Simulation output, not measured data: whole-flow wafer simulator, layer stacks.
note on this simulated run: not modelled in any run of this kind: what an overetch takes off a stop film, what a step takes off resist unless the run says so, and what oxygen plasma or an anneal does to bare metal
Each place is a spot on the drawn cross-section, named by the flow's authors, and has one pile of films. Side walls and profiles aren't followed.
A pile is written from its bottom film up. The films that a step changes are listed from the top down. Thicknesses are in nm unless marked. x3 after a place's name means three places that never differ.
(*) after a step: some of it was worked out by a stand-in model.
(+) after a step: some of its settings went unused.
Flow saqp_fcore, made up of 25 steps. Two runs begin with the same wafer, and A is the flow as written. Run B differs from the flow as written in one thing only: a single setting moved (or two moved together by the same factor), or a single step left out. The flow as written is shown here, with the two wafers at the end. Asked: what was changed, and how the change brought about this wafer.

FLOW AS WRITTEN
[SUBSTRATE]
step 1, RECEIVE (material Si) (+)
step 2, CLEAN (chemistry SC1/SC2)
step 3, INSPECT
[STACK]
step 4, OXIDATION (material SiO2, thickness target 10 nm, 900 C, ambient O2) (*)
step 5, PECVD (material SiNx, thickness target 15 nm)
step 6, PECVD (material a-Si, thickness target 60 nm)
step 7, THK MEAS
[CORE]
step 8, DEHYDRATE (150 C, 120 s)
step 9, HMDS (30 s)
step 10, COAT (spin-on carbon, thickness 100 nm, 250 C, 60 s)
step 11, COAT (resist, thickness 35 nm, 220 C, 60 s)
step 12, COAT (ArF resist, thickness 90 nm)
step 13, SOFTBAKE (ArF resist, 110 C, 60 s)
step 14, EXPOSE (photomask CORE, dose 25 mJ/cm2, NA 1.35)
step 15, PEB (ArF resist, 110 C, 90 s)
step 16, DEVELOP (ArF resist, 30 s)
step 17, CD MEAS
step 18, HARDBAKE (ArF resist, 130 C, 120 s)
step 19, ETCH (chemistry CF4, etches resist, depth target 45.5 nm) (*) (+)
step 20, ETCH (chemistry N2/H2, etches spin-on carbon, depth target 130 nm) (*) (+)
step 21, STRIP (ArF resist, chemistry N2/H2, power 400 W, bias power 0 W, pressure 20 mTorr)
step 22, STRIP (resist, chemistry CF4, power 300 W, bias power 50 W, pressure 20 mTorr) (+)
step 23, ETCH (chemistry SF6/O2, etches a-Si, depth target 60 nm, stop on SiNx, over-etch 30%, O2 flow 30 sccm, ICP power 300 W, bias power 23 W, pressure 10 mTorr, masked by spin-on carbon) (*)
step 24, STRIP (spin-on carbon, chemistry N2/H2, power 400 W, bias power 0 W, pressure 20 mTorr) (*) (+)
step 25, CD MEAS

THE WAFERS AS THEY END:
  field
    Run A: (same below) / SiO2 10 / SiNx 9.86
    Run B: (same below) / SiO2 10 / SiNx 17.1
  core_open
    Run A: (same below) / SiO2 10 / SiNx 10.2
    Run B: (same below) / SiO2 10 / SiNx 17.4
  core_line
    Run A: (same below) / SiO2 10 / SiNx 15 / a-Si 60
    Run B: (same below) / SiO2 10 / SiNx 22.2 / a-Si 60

The reason: step 5, PECVD: thickness target 22.2 nm was run, whereas the flow has thickness target 15 nm.
One can read it off the wafer: core_line has SiNx 22.2, and step 5 as written asks for 15 nm.

Step by step, how the change led to this:
  step 5, PECVD (material SiNx, thickness target 15 nm)
      field, core_open, core_line: A SiNx gains 15 (new film) | B SiNx gains 22.2 (new film)
